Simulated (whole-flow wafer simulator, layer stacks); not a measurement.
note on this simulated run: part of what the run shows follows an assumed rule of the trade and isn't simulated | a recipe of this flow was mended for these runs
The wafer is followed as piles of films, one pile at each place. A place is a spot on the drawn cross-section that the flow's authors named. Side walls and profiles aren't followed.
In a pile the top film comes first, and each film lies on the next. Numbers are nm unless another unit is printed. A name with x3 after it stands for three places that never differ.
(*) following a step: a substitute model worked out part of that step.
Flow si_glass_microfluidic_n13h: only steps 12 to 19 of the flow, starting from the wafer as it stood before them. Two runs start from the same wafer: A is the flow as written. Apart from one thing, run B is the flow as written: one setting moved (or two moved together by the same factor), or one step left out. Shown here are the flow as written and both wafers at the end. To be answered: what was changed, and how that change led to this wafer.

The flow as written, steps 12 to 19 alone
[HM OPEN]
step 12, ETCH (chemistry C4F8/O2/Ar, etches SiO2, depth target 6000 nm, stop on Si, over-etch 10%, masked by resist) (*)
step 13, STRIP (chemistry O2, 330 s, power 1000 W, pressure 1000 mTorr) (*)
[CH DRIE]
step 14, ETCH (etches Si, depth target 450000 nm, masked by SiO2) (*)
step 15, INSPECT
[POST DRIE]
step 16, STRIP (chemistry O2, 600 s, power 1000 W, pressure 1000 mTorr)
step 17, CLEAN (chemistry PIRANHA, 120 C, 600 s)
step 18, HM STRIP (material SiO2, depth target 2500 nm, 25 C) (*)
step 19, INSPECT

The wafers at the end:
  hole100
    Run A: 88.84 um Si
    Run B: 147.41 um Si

What caused this: step 12, ETCH: depth target 5100 nm was run, while the flow as written has depth target 6000 nm.

How this came from the change, step by step:
  step 12, ETCH (chemistry C4F8/O2/Ar, etches SiO2, depth target 6000 nm, stop on Si, over-etch 10%, masked by resist) (*)
      hole100: A SiO2 loses 6000 (all of it), Si loses 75 | B SiO2 loses 5610
      land: A thick-i-line-resist loses 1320 | B thick-i-line-resist loses 1122
  step 13, STRIP (chemistry O2, 330 s, power 1000 W, pressure 1000 mTorr) (*)
      hole100: A chemical SiO2 gains 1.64 (new film), Si loses 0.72 | B nothing
      land: A thick-i-line-resist loses 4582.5 (all of it) | B thick-i-line-resist loses 4780.5 (all of it)
  step 14, ETCH (etches Si, depth target 450000 nm, masked by SiO2) (*)
      hole100: A chemical SiO2 loses 1.64 (all of it), Si loses 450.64 um | B SiO2 loses 390 (all of it), Si loses 392.14 um
